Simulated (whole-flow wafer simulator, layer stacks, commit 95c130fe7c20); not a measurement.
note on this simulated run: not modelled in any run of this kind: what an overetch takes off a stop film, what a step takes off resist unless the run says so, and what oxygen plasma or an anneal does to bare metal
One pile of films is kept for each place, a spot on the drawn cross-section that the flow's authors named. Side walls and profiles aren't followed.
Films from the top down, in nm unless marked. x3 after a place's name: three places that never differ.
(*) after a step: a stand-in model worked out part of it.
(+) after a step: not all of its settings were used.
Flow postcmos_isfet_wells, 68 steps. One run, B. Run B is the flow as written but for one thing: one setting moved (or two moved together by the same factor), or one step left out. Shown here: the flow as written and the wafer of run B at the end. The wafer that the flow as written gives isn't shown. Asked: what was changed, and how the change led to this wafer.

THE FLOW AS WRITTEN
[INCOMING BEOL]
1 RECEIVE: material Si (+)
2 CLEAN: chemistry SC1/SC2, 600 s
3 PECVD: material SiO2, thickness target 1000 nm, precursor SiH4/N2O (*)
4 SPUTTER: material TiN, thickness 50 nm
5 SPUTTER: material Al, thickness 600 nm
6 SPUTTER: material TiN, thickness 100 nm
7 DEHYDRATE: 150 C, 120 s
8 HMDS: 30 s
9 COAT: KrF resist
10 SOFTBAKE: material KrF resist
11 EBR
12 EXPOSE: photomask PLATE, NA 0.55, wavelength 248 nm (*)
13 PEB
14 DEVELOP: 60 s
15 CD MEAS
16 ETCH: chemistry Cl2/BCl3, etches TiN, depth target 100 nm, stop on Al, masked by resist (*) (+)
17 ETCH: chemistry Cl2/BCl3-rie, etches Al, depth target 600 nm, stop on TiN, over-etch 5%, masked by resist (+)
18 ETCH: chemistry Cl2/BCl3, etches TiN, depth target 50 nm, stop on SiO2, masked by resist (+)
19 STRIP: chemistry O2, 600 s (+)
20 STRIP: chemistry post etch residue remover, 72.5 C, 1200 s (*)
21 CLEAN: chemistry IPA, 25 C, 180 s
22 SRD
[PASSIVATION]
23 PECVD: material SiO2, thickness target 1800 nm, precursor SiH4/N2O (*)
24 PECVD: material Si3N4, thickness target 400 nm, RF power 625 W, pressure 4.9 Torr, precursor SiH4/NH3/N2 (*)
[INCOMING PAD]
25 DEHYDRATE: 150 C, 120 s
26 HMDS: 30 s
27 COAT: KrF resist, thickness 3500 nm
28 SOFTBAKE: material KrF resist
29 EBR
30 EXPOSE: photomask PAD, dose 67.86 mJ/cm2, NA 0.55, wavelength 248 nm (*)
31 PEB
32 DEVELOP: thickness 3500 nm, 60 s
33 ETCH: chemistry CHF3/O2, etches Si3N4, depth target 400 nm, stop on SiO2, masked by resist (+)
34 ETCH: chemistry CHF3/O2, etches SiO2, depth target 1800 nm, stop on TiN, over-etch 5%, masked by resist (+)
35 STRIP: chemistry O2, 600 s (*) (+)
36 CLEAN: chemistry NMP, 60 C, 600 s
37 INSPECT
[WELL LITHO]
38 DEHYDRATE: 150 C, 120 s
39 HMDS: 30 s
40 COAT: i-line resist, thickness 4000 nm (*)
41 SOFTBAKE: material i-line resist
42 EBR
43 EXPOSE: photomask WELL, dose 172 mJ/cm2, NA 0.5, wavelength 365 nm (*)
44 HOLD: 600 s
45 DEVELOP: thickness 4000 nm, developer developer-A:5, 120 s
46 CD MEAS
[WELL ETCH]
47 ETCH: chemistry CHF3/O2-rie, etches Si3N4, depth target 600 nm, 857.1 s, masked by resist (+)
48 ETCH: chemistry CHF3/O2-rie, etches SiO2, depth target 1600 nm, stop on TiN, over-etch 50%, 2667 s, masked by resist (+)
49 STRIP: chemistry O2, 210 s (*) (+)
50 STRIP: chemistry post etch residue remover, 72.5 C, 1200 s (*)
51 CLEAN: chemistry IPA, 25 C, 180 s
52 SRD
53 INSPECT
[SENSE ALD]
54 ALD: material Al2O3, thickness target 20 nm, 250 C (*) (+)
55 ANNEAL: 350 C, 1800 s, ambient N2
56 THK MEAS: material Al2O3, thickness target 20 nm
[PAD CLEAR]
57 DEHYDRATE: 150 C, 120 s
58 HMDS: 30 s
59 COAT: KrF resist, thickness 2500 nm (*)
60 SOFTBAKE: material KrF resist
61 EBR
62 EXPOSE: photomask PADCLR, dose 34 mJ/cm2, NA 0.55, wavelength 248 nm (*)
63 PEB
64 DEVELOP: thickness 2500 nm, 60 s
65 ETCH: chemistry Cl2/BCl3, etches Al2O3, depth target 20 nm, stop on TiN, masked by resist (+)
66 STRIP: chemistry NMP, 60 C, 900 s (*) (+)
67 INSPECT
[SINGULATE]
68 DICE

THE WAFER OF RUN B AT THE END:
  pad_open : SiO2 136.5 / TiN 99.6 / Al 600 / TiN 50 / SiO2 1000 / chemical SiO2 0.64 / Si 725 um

The cause: step 33, ETCH: depth target 270 nm was run, where the flow has depth target 400 nm.

How the change led to this, step by step:
  33 ETCH: chemistry CHF3/O2, etches Si3N4, depth target 400 nm, stop on SiO2, masked by resist (+)
      pad_open: Si3N4 -270 (as written it would be: Si3N4 -400 (all of it))
      field, margin, well900, well1300 x3, pad_rim, pad_clr: KrF resist -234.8 (as written it would be: KrF resist -347.8)
  34 ETCH: chemistry CHF3/O2, etches SiO2, depth target 1800 nm, stop on TiN, over-etch 5%, masked by resist (+)
      pad_open: Si3N4 -130 (all of it), SiO2 -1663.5 (as written it would be: SiO2 -1800 (all of it))
  35 STRIP: chemistry O2, 600 s (*) (+)
      field, margin, well900, well1300 x3, pad_rim, pad_clr: KrF resist -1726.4 (all of it) (as written it would be: KrF resist -1613.3 (all of it))
  41 SOFTBAKE: material i-line resist
      pad_clr: i-line resist -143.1 (as written it would be: i-line resist -156.7)
      pad_open: i-line resist +109.3 (as written it would be: i-line resist +115.3)
  49 STRIP: chemistry O2, 210 s (*) (+)
      pad_clr: i-line resist -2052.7 (all of it) (as written it would be: i-line resist -1996.5 (all of it))
  59 COAT: KrF resist, thickness 2500 nm (*)
      pad_clr: KrF resist +1737.4 (new film) (as written it would be: KrF resist +1691.6 (new film))
  64 DEVELOP: thickness 2500 nm, 60 s
      pad_clr: KrF resist -1721.7 (all of it) (as written it would be: KrF resist -1676 (all of it))
